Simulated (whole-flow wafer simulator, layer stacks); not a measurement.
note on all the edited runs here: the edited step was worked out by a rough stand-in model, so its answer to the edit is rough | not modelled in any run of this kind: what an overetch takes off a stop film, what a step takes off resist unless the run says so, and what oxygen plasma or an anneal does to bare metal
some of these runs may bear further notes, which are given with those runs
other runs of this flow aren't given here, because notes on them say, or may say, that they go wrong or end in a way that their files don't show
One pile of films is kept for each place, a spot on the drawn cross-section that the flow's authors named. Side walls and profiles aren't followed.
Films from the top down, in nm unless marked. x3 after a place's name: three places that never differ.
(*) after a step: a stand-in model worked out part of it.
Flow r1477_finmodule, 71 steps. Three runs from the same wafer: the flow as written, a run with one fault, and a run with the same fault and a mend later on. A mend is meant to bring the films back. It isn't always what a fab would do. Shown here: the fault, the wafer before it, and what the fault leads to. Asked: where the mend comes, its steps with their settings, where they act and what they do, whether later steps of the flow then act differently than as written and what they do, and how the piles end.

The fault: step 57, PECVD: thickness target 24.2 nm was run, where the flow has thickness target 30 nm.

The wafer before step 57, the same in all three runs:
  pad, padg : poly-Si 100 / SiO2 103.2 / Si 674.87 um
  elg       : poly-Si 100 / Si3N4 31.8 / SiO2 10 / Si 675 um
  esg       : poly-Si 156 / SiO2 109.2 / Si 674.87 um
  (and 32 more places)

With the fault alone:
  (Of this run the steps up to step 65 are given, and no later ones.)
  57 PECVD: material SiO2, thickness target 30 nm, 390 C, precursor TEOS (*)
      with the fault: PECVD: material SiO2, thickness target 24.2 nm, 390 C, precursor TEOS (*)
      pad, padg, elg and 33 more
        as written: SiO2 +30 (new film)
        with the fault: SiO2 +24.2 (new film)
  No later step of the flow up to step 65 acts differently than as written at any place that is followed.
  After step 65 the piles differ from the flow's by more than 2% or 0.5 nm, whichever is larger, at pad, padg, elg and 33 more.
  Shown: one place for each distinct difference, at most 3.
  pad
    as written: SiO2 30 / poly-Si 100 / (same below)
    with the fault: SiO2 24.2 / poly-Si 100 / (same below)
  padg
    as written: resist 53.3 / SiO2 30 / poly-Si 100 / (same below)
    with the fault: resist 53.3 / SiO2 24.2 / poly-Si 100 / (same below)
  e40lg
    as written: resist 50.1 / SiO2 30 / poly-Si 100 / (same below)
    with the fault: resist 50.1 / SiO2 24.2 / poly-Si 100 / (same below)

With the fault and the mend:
  The mend comes after step 64.
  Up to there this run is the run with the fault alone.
  64a STRIP: resist, chemistry O2, 60 C
      padg, elg, esg
        resist -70 (all of it)
      e40lg, e100lg, e200lg
        resist -66.9 (all of it)
      s40sg, s45sg
        resist -91 (all of it)
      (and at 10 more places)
  64b PECVD: material SiO2, thickness target 5.8 nm, 390 C, precursor TEOS (*) (the flow's step 57 once more, with other settings)
      pad, padg, elg and 33 more
        SiO2 +5.8
  64c DEHYDRATE: 150 C, 120 s (the flow's step 59 once more)
      changes no film at any place that is followed
  64d COAT: resist, thickness 70 nm (*) (the flow's step 60 once more)
      e40lg, e100lg, e200lg, elo, e40lo, e100lo, e200lo
        resist +66.9 (new film)
      pad, padg, elg, esg
        resist +70 (new film)
      s40sg, s45sg, s40so, s45so
        resist +91 (new film)
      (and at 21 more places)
  64e SOFTBAKE: 180 C, 180 s (*) (the flow's step 61 once more)
      changes no film at any place that is followed
  64f EXPOSE: resist, photomask GATE (the flow's step 62 once more)
      changes no film at any place that is followed
  64g DEVELOP (*) (the flow's step 63 once more)
      elo, e40lo, e100lo, e200lo
        resist -66.9 (all of it)
      eso, e40so
        resist -129.5 (all of it)
      s40so, s45so
        resist -91 (all of it)
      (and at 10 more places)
  No later step of the flow acts differently than as written at any place that is followed.
  At the end the piles are the same as the flow's at every place that both follow.
